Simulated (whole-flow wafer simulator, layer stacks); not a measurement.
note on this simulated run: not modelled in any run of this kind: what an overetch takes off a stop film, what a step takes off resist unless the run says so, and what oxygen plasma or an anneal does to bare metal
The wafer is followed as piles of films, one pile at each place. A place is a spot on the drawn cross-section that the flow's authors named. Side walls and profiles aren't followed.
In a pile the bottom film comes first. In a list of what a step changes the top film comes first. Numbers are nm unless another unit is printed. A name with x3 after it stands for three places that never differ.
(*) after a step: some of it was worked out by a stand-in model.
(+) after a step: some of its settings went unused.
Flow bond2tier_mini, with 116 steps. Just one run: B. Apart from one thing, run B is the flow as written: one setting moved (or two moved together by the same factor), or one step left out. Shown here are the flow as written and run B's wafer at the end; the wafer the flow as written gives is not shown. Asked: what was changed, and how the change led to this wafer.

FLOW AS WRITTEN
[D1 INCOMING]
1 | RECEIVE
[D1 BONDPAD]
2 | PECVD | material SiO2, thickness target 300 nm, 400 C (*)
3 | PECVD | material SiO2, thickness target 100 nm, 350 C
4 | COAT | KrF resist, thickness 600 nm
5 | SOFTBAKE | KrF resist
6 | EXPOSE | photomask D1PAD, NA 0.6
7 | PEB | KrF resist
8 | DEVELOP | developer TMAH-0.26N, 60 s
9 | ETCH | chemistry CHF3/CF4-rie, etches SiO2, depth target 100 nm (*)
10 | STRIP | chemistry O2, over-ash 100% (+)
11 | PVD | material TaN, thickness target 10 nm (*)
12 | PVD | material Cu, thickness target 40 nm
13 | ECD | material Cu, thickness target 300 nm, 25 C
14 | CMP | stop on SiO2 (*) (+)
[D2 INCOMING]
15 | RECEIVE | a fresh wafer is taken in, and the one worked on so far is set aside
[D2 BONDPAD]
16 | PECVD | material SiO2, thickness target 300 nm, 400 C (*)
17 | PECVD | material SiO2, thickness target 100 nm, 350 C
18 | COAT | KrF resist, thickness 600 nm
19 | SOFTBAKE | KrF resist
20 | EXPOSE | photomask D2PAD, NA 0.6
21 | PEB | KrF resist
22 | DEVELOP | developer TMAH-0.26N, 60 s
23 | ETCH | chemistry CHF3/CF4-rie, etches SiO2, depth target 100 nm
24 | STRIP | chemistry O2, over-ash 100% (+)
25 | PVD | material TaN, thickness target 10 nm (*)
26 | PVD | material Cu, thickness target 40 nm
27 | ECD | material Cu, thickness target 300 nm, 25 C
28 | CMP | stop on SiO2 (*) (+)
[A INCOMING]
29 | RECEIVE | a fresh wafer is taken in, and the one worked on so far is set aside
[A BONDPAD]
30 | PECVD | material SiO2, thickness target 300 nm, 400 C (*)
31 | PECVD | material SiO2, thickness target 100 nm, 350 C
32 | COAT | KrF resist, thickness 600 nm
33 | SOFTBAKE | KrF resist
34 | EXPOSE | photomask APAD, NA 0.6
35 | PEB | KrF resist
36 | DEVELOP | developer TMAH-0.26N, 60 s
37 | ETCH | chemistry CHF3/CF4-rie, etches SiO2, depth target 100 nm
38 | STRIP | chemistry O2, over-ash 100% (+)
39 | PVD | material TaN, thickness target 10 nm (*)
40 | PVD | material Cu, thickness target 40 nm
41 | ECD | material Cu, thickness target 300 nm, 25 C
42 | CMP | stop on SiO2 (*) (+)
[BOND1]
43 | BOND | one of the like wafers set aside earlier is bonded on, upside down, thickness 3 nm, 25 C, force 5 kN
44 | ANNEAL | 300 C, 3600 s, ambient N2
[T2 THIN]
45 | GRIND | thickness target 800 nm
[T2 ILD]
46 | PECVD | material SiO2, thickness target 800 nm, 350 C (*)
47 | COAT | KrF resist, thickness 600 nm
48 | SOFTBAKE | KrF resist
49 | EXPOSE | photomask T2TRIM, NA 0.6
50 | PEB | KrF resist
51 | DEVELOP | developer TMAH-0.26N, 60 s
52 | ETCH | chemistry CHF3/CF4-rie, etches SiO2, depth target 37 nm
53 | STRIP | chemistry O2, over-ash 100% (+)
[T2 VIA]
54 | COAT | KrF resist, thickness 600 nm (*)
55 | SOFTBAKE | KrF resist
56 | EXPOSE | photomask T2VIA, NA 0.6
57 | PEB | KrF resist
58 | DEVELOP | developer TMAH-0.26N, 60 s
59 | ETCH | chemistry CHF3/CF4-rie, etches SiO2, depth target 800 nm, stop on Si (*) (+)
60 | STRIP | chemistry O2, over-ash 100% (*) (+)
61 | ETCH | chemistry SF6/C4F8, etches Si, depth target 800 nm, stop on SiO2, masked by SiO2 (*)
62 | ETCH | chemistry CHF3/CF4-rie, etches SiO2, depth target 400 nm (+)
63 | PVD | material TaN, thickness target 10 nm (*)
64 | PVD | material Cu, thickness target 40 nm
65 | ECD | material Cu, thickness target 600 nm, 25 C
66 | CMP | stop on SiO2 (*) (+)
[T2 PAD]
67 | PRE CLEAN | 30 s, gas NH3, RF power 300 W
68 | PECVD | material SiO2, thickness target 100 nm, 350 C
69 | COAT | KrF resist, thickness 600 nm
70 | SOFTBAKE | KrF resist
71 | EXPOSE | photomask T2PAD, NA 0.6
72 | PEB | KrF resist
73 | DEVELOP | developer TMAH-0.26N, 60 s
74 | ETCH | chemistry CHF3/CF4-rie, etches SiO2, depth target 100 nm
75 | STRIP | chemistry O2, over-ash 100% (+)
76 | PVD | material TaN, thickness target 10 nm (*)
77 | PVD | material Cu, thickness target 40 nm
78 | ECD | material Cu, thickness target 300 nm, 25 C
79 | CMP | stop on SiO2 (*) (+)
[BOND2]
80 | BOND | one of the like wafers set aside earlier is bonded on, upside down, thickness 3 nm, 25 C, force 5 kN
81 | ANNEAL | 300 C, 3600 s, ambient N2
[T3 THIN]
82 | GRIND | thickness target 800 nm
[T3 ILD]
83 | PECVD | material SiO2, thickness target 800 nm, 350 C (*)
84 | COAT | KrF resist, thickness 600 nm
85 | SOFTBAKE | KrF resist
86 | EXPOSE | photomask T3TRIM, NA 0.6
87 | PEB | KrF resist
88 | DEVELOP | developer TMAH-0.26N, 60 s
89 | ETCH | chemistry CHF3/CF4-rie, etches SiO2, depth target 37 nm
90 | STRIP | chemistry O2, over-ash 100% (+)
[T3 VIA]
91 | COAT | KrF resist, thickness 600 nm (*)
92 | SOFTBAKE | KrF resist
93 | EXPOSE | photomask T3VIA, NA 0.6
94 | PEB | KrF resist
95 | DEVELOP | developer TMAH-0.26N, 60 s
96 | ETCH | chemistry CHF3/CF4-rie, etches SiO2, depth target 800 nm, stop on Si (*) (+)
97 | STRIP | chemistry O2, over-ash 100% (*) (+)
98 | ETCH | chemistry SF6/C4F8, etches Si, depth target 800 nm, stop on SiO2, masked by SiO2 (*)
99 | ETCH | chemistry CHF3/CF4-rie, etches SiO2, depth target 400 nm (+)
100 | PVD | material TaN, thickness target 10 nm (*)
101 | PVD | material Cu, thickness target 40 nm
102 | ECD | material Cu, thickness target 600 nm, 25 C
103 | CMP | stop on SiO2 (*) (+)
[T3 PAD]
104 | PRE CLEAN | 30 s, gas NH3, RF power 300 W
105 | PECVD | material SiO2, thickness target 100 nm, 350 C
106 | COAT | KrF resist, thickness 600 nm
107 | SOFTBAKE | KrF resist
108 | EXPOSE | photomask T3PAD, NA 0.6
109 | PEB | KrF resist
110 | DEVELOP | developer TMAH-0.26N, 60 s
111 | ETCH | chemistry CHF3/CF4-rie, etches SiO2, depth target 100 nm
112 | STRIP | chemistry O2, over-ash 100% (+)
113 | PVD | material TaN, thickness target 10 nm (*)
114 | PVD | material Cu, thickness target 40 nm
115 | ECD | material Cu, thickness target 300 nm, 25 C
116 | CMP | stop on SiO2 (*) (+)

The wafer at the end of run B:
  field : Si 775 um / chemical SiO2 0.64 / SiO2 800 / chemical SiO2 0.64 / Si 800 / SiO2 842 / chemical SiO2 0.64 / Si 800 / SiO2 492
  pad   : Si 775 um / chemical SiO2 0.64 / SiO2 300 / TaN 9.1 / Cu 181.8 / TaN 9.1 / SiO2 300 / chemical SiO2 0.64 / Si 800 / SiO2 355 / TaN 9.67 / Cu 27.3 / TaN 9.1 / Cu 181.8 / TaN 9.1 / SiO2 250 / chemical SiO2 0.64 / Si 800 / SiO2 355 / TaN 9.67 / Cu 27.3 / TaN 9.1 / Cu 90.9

The reason: step 17, PECVD: thickness target 50 nm was run, whereas the flow has thickness target 100 nm.

The path from the change to this, step by step:
  17 | PECVD | material SiO2, thickness target 100 nm, 350 C
      field, pad, via: +50 SiO2 (it would be, as written: +100 SiO2)
  80 | BOND | one of the like wafers set aside earlier is bonded on, upside down, thickness 3 nm, 25 C, force 5 kN
      field: +775 um Si (new film), +0.64 chemical SiO2 (new film), +350 SiO2 (it would be, as written: +775 um Si (new film), +0.64 chemical SiO2 (new film), +400 SiO2)
      pad: +775 um Si (new film), +0.64 chemical SiO2 (new film), +250 SiO2 (new film), +9.1 TaN (new film), +90.9 Cu (it would be, as written: +775 um Si (new film), +0.64 chemical SiO2 (new film), +300 SiO2 (new film), +9.1 TaN (new film), +90.9 Cu)
